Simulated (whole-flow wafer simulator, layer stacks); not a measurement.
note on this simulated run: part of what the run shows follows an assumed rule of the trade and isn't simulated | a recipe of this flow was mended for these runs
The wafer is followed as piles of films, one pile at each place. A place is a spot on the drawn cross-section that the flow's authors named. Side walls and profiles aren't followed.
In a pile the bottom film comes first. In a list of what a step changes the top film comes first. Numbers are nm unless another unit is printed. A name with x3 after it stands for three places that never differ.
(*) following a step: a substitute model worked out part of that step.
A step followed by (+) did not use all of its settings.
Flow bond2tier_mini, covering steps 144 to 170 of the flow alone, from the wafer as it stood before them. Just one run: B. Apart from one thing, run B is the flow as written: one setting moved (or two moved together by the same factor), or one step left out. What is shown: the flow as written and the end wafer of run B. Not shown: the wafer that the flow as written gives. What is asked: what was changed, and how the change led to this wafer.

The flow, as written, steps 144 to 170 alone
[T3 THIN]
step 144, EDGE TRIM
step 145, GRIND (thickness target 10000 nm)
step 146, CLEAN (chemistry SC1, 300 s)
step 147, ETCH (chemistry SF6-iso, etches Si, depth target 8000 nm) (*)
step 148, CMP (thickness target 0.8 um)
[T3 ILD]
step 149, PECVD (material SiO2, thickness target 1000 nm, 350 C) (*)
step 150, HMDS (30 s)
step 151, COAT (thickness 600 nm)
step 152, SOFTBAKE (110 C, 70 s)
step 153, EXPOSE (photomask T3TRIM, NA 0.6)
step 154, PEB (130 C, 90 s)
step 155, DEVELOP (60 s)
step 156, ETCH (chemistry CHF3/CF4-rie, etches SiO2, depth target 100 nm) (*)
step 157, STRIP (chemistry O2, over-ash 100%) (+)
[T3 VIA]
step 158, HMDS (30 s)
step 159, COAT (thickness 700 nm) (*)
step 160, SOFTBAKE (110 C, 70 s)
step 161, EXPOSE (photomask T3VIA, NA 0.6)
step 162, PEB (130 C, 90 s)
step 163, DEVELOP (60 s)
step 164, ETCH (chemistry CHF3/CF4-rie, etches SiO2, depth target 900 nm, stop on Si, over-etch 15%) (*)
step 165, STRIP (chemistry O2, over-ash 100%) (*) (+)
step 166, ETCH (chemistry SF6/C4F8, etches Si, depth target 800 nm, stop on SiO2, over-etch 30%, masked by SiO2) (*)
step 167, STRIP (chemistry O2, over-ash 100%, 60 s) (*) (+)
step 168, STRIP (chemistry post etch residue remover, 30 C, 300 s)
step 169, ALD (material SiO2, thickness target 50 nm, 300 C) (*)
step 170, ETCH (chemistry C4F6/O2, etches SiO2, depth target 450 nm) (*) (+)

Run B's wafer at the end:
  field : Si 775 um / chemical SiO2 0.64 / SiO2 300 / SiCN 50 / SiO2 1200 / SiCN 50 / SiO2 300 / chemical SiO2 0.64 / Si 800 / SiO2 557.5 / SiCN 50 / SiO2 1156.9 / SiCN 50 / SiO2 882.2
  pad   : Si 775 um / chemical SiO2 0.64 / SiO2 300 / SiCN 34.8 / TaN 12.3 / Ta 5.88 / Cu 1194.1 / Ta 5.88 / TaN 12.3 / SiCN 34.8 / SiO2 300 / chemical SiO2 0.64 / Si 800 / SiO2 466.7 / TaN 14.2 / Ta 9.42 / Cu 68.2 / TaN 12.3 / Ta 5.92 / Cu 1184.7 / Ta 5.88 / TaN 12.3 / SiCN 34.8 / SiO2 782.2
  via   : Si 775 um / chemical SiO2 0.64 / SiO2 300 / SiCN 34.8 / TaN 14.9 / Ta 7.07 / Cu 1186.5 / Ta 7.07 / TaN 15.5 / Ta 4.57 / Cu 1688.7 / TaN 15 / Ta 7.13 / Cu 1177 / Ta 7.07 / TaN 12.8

Cause: step 147, ETCH: depth target 11600 nm was run, though the flow has depth target 8000 nm.

How this came from the change, step by step:
  step 147, ETCH (chemistry SF6-iso, etches Si, depth target 8000 nm) (*)
      field, pad, via: chemical SiO2 loses 0.6 (all of it), Si loses 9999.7 (all of it), chemical SiO2 loses 0.64 (all of it), SiO2 loses 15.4 (as written it would have been: chemical SiO2 loses 0.6 (all of it), Si loses 8000)
  step 148, CMP (thickness target 0.8 um)
      field, pad, via: nothing (as written it would have been: Si loses 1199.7)
  step 149, PECVD (material SiO2, thickness target 1000 nm, 350 C) (*)
      field, pad, via: SiO2 gains 1000 (as written it would have been: SiO2 gains 1000 (new film))
  step 164, ETCH (chemistry CHF3/CF4-rie, etches SiO2, depth target 900 nm, stop on Si, over-etch 15%) (*)
      via: SiO2 loses 1035 (as written it would have been: SiO2 loses 900 (all of it), Si loses 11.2)
  step 166, ETCH (chemistry SF6/C4F8, etches Si, depth target 800 nm, stop on SiO2, over-etch 30%, masked by SiO2) (*)
      via: SiO2 loses 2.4 (as written it would have been: Si loses 788.8 (all of it), chemical SiO2 loses 0.64 (all of it), SiO2 loses 1.87)
      field, pad: SiO2 loses 2.4 (as written it would have been: SiO2 loses 10.3)
  step 170, ETCH (chemistry C4F6/O2, etches SiO2, depth target 450 nm) (*) (+)
      via: SiO2 loses 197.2 (all of it), SiCN loses 34.8 (all of it), TaN loses 2.1 (as written it would have been: SiO2 loses 348.1 (all of it), SiCN loses 17.2)
